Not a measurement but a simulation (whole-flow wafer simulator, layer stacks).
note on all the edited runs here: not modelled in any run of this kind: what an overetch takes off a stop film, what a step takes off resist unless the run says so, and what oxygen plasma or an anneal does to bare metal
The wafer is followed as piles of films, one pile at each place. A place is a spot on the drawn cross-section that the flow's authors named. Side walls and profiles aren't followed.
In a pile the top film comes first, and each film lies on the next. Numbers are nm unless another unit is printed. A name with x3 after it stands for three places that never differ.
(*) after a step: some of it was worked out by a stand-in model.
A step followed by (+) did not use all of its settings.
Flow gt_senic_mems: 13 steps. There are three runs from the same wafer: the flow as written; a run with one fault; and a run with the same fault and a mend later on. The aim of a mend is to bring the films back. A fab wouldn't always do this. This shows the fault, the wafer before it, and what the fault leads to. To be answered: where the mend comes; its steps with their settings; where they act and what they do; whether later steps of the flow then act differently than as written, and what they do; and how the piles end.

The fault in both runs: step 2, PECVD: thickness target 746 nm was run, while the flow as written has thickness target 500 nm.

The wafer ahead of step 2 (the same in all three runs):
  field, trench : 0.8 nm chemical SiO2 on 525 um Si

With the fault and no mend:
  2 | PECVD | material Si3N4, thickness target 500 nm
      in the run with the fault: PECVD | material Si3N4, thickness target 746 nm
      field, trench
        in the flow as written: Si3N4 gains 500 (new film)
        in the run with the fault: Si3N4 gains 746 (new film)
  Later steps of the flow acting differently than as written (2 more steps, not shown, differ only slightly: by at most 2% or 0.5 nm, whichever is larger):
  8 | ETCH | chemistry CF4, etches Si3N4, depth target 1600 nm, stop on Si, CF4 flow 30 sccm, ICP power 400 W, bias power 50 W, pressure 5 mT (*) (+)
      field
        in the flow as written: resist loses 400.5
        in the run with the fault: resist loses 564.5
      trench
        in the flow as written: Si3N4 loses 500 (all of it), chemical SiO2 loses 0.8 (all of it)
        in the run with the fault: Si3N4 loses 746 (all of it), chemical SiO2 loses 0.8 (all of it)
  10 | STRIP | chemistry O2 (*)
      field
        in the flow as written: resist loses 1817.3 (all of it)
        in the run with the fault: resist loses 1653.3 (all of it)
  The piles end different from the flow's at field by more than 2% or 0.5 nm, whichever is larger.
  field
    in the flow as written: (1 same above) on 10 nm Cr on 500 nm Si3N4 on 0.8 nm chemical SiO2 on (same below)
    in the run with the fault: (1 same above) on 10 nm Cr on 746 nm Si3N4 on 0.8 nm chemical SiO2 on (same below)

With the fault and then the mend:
  The mend stands after step 2.
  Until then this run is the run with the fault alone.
  2a | ETCH | chemistry h3po4, depth target 246 nm
      field, trench
        Si3N4 loses 246
  None of the later steps of the flow acts differently than as written at any place that is followed.
  By the end, the piles equal the flow's at every place that both follow.
